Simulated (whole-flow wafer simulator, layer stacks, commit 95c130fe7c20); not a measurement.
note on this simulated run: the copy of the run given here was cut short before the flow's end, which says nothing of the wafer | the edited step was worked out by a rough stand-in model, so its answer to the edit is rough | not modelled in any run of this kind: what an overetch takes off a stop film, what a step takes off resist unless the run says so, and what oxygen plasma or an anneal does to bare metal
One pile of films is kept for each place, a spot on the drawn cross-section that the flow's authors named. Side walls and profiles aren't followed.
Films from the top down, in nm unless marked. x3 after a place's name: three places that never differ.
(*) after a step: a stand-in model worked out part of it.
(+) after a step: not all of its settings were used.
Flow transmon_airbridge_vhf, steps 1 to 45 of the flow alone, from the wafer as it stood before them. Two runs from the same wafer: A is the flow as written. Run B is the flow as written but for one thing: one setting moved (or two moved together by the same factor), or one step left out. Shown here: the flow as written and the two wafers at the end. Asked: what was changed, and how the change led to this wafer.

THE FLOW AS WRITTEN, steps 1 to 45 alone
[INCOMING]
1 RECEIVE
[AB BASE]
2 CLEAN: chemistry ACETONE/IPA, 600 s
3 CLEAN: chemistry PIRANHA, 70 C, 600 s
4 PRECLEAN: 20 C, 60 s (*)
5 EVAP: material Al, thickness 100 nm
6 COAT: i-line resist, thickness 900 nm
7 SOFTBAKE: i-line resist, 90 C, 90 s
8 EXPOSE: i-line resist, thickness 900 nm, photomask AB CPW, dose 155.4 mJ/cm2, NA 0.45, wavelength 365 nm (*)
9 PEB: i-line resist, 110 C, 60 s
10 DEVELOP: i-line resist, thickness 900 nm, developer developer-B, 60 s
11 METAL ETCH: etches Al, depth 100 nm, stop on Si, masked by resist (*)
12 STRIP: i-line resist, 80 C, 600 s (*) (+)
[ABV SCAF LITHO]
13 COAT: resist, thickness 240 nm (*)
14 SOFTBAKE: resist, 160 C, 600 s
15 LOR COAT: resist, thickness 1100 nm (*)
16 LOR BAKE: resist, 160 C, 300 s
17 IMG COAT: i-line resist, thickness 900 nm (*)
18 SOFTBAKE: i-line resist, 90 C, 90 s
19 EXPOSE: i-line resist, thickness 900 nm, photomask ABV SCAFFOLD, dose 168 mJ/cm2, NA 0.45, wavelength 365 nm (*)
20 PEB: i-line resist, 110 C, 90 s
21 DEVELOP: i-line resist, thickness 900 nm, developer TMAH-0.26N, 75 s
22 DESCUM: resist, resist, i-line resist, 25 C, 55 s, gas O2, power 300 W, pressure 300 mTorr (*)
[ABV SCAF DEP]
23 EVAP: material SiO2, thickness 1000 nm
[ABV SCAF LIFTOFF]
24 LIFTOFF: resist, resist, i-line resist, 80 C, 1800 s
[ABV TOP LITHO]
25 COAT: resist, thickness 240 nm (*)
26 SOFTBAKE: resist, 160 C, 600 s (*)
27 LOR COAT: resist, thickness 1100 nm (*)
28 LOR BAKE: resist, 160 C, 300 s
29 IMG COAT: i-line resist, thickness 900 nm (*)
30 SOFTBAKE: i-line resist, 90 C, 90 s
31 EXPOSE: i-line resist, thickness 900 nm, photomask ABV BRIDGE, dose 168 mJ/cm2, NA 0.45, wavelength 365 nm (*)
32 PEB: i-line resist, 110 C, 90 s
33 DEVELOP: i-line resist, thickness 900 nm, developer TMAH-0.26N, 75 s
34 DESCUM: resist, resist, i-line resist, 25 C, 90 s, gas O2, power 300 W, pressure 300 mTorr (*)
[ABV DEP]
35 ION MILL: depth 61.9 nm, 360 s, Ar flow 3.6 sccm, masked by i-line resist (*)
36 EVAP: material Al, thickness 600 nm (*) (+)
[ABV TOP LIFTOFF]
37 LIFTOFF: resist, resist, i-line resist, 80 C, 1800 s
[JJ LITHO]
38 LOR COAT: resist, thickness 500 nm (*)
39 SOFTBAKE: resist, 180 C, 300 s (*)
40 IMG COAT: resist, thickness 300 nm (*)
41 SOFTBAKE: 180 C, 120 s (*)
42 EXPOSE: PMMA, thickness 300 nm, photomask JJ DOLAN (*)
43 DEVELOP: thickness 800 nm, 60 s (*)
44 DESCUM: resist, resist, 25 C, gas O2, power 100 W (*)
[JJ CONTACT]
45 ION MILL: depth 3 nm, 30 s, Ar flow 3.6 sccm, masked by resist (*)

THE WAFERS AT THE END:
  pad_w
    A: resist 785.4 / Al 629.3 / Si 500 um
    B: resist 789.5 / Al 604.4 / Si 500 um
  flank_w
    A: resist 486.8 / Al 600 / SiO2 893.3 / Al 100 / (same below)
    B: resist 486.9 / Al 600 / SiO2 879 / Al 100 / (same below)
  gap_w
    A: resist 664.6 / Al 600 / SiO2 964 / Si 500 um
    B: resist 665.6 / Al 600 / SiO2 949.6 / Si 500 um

The cause: step 35, ION MILL: depth 86.7 nm was run, where the flow has depth 61.9 nm; step 35, ION MILL: 504 s was run, where the flow has 360 s.

How the change led to this, step by step:
  35 ION MILL: depth 61.9 nm, 360 s, Ar flow 3.6 sccm, masked by i-line resist (*)
      field x3, jj_line, ground_far, trace_open_s x2, margin_s, margin_n: A i-line resist -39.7 | B i-line resist -55.6
      flank_w, gap_w, cpw_trace, gap_e, flank_e, bridge_strip: A SiO2 -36 | B SiO2 -50.4
      (and at 2 more places)
  37 LIFTOFF: resist, resist, i-line resist, 80 C, 1800 s
      field x3, jj_line, trace_open_s x2: A Al -600 (all of it), i-line resist -600 (all of it), resist -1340 (all of it) | B Al -600 (all of it), i-line resist -584.1 (all of it), resist -1340 (all of it)
      margin_s, margin_n: A Al -600 (all of it), i-line resist -318.3 (all of it), resist -992 (all of it) | B Al -600 (all of it), i-line resist -302.4 (all of it), resist -992 (all of it)
      (and at 1 more place)
